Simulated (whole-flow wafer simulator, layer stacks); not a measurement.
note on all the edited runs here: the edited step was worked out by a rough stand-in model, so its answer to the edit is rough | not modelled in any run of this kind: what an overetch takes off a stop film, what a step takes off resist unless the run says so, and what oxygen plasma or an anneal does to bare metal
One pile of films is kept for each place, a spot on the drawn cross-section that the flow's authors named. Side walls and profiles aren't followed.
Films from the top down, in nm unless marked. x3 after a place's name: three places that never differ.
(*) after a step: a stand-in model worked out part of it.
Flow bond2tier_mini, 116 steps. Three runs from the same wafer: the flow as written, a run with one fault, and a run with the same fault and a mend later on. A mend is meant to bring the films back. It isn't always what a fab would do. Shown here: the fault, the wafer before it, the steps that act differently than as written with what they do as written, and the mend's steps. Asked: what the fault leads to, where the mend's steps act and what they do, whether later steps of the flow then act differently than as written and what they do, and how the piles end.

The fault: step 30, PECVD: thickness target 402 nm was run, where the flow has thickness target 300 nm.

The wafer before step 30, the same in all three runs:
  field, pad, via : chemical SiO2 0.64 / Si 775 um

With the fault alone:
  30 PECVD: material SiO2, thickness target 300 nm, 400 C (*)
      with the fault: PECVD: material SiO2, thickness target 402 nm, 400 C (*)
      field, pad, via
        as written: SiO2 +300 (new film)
        with the fault: SiO2 +402 (new film)
  No later step of the flow acts differently than as written at any place that is followed.
  At the end the piles differ from the flow's by more than 2% or 0.5 nm, whichever is larger, at field, pad.
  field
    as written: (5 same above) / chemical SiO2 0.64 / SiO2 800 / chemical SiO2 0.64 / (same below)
    with the fault: (5 same above) / chemical SiO2 0.64 / SiO2 902 / chemical SiO2 0.64 / (same below)
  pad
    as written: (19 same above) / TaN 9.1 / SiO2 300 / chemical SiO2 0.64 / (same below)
    with the fault: (19 same above) / TaN 9.1 / SiO2 402 / chemical SiO2 0.64 / (same below)

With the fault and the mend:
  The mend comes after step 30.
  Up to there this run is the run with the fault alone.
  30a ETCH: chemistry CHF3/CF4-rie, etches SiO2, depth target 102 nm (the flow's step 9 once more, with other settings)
      field, pad, via
        SiO2 -102
  No later step of the flow acts differently than as written at any place that is followed.
  At the end the piles are the same as the flow's at every place that both follow.
